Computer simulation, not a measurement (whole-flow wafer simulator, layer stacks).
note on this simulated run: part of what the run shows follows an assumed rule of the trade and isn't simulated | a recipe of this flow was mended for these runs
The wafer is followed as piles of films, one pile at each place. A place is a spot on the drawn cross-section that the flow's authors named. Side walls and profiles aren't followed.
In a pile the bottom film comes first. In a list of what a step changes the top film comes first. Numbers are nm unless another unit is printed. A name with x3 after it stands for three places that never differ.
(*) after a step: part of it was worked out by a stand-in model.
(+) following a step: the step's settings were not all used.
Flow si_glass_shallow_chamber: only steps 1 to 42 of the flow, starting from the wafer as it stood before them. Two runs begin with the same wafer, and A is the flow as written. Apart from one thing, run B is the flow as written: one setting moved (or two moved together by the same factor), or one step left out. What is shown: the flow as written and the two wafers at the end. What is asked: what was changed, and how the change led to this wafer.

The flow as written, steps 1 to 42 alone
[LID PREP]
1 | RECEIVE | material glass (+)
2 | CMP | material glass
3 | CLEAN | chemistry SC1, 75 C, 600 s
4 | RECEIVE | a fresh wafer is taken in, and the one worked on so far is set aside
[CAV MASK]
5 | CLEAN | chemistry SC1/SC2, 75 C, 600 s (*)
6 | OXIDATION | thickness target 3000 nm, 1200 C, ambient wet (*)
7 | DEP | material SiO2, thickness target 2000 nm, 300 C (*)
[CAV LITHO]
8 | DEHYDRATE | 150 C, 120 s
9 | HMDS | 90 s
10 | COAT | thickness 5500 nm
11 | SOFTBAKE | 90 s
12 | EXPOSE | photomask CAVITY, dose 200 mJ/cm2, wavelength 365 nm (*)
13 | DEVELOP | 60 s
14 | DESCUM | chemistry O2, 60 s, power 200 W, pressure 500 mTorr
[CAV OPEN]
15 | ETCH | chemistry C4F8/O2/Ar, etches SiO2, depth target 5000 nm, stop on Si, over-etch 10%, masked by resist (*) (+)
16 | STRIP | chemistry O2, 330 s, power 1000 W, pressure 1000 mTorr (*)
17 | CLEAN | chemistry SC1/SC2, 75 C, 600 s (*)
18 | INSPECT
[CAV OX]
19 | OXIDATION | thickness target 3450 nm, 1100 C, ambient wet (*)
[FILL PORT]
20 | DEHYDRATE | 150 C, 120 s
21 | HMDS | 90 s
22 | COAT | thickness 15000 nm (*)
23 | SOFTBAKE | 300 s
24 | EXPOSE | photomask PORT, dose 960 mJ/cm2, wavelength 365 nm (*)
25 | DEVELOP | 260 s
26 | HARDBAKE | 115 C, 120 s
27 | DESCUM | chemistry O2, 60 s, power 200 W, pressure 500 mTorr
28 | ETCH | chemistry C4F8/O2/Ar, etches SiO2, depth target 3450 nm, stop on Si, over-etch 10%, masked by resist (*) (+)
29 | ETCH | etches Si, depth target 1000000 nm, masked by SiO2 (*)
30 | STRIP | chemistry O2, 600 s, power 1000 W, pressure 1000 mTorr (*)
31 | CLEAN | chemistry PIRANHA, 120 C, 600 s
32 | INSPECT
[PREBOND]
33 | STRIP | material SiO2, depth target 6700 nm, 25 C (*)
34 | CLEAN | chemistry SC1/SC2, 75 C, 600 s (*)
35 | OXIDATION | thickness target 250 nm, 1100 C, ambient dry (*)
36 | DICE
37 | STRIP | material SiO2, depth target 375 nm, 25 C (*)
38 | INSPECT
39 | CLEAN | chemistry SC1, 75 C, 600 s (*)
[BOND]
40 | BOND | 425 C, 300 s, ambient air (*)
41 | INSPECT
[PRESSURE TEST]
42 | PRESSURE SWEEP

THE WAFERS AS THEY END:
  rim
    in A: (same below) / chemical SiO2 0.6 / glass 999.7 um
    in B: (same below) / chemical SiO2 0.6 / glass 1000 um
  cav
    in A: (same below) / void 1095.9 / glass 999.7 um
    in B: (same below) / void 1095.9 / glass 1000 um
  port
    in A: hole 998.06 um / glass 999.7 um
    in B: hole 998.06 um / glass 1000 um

The reason: step 2, CMP: material glass, was skipped.

Step by step, how the change led to this:
  40 | BOND | 425 C, 300 s, ambient air (*)
      rim, ramp, septum, ring: A +999.7 um glass (new film) | B +1000 um glass (new film)
      cav: A +999.7 um glass (new film), +1095.9 void (new film) | B +1000 um glass (new film), +1095.9 void (new film)
      (and at 1 other place as well)
